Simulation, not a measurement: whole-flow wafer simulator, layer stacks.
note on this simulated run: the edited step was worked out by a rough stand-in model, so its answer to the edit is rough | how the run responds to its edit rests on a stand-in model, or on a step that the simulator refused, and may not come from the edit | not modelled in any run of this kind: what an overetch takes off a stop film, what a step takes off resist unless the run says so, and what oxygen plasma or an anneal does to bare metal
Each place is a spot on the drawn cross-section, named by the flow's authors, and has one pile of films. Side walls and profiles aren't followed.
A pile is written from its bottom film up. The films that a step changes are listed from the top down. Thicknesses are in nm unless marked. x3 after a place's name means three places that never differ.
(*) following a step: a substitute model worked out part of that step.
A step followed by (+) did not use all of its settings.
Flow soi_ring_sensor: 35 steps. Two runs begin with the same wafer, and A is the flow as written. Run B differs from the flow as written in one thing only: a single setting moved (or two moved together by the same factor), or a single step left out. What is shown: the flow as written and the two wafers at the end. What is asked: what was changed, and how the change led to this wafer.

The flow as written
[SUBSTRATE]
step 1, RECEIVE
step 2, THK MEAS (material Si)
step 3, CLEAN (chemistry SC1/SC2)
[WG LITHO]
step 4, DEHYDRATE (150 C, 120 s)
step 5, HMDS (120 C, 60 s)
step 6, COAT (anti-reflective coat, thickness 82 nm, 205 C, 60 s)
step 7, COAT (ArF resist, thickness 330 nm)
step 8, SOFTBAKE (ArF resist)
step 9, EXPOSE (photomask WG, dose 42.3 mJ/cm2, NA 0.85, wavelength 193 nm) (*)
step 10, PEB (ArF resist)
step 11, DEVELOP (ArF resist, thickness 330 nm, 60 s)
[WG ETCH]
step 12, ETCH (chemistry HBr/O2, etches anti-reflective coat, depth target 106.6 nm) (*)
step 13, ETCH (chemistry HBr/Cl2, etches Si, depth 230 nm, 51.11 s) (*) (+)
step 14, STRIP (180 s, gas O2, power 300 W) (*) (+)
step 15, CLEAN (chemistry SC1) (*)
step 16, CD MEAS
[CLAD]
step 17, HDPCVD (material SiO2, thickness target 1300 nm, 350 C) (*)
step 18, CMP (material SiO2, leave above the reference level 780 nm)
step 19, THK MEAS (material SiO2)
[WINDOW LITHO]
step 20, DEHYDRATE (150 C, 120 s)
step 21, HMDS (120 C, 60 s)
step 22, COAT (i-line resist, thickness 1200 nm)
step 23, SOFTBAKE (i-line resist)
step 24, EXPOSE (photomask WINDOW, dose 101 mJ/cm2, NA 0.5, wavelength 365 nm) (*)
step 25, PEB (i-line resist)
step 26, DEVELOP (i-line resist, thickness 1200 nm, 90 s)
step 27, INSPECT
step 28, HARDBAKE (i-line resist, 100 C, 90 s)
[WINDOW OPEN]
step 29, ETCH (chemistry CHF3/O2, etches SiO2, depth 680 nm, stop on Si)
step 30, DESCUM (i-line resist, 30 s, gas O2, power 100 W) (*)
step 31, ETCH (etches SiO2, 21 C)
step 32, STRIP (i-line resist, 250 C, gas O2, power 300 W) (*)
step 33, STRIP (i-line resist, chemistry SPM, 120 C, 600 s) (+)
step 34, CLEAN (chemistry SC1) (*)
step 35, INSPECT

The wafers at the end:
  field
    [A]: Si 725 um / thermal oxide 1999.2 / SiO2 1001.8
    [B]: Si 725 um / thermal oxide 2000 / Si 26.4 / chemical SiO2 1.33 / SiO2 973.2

Cause: step 13, ETCH: depth 193 nm was run, while the flow as written has depth 230 nm; step 13, ETCH: 42.93 s was run, where the flow has 51.11 s.

Step by step, how the change led to this:
  step 13, ETCH (chemistry HBr/Cl2, etches Si, depth 230 nm, 51.11 s) (*) (+)
      gap, window, field, gap_clad: A -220 Si (all of it), -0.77 thermal oxide | B -193 Si
      core, core_clad: A -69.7 ArF resist | B -58.5 ArF resist
  step 14, STRIP (180 s, gas O2, power 300 W) (*) (+)
      gap, window, field, gap_clad: A nothing | B +1.33 chemical SiO2 (new film), -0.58 Si
      core, core_clad: A -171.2 ArF resist (all of it), -82 anti-reflective coat (all of it), +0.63 chemical SiO2, -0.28 Si | B -182.3 ArF resist (all of it), -82 anti-reflective coat (all of it), +0.62 chemical SiO2, -0.27 Si
  step 18, CMP (material SiO2, leave above the reference level 780 nm)
      gap, window, field, gap_clad: A -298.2 SiO2 | B -326.8 SiO2
